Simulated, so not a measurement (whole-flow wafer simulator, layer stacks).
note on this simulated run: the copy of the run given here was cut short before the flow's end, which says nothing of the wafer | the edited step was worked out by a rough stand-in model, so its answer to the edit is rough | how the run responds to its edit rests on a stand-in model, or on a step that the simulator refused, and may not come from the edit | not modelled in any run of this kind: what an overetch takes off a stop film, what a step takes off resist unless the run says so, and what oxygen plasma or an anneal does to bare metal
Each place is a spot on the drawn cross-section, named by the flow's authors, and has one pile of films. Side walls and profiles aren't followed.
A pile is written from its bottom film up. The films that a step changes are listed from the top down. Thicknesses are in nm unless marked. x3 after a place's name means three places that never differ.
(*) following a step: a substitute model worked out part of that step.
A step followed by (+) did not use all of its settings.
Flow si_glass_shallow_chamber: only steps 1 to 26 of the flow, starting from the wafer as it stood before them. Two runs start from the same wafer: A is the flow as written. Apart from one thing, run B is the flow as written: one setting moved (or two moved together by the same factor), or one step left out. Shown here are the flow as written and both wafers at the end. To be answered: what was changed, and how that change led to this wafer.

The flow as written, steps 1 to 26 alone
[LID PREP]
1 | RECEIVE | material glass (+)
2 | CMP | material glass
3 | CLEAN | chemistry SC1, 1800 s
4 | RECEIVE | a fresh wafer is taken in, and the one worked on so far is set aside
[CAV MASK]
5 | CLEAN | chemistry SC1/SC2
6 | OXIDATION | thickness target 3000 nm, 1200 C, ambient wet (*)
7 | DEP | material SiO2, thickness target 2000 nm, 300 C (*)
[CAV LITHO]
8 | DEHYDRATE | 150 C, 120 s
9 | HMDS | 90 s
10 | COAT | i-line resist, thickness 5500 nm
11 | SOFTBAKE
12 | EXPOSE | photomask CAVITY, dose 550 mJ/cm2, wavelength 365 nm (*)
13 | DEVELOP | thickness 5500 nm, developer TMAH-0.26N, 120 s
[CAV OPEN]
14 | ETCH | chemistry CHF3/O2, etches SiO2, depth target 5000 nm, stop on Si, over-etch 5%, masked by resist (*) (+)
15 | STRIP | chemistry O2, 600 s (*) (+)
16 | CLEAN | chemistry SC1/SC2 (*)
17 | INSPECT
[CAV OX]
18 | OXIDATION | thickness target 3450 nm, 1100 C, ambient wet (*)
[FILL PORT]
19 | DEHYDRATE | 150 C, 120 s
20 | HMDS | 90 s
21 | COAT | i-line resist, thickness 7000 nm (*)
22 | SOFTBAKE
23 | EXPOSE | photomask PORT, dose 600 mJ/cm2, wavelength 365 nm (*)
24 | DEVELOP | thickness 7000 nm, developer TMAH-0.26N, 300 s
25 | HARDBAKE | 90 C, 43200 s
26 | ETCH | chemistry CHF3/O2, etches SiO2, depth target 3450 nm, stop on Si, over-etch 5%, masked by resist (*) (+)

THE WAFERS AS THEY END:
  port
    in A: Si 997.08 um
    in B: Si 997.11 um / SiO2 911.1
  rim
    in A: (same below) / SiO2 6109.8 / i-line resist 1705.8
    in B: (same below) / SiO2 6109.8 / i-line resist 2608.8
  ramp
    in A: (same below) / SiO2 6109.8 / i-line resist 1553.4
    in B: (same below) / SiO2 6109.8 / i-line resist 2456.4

What caused this: step 26, ETCH: depth target 2418 nm was run, while the flow as written has depth target 3450 nm.

The path from the change to this, step by step:
  26 | ETCH | chemistry CHF3/O2, etches SiO2, depth target 3450 nm, stop on Si, over-etch 5%, masked by resist (*) (+)
      port: A -3450 SiO2 (all of it), -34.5 Si | B -2538.9 SiO2
      rim, ramp, cav, ring: A -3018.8 i-line resist | B -2115.8 i-line resist
      (and at 1 other place as well)
